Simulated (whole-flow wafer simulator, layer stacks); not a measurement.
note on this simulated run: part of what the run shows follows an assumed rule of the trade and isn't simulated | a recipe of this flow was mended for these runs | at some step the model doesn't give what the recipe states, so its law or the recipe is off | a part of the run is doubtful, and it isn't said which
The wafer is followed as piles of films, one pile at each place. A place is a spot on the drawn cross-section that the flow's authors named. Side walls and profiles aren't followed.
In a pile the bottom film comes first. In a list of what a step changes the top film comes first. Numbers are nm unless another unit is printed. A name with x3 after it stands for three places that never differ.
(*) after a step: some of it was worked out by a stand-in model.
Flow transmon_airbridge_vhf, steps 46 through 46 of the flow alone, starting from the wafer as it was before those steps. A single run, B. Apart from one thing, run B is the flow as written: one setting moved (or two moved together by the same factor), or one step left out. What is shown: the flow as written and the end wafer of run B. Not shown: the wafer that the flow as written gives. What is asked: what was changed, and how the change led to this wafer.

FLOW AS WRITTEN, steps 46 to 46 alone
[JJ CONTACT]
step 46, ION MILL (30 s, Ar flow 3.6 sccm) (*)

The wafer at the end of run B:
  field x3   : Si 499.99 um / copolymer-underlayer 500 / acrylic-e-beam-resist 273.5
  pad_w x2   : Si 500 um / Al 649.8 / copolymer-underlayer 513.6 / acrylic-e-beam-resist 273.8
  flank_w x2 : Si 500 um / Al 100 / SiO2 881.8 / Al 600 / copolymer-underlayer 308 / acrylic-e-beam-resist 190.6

What caused this: step 46, ION MILL: 21 s was run, while the flow as written has 30 s.

The path from the change to this, step by step:
  step 46, ION MILL (30 s, Ar flow 3.6 sccm) (*)
      field x3, ground_far x3, pad_w x2, flank_w x2, gap_w x2, cpw_trace, margin_s x2, bridge_strip: acrylic-e-beam-resist loses 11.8 (as written it would have been: acrylic-e-beam-resist loses 16.8)
      jj_line: Si loses 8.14 (as written it would have been: Si loses 11.6)
